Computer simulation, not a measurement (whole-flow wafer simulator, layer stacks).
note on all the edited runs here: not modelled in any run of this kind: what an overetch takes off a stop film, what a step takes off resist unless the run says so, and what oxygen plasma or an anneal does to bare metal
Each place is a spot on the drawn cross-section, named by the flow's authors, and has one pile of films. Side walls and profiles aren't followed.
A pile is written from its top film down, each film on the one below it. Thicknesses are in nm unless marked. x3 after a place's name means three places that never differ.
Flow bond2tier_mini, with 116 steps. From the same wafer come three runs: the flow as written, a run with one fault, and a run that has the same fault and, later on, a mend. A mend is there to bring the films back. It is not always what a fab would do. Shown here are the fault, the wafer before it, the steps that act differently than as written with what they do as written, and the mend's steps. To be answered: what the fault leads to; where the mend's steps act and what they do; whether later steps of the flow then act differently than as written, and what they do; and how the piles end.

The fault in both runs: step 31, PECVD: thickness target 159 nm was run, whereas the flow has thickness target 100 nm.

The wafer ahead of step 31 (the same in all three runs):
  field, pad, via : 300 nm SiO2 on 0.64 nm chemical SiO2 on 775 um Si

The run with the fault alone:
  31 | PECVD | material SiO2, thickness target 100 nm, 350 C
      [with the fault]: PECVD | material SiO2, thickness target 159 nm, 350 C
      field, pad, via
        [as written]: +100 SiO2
        [with the fault]: +159 SiO2
  Later steps of the flow that are run all act as written at every place that is followed.
  At field, pad, the piles at the end differ from the flow's by more than 2% or 0.5 nm, whichever is larger.
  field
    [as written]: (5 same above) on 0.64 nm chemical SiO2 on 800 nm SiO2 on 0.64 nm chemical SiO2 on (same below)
    [with the fault]: (5 same above) on 0.64 nm chemical SiO2 on 859 nm SiO2 on 0.64 nm chemical SiO2 on (same below)
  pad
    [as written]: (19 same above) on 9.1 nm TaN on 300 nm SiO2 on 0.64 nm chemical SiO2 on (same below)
    [with the fault]: (19 same above) on 9.1 nm TaN on 359 nm SiO2 on 0.64 nm chemical SiO2 on (same below)

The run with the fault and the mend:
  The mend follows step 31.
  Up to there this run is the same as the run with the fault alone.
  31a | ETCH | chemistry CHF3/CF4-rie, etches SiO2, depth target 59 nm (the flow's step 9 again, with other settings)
      field, pad, via
        -59 SiO2
  Later steps of the flow that are run all act as written at every place that is followed.
  At every place that both follow, the piles at the end match the flow's.
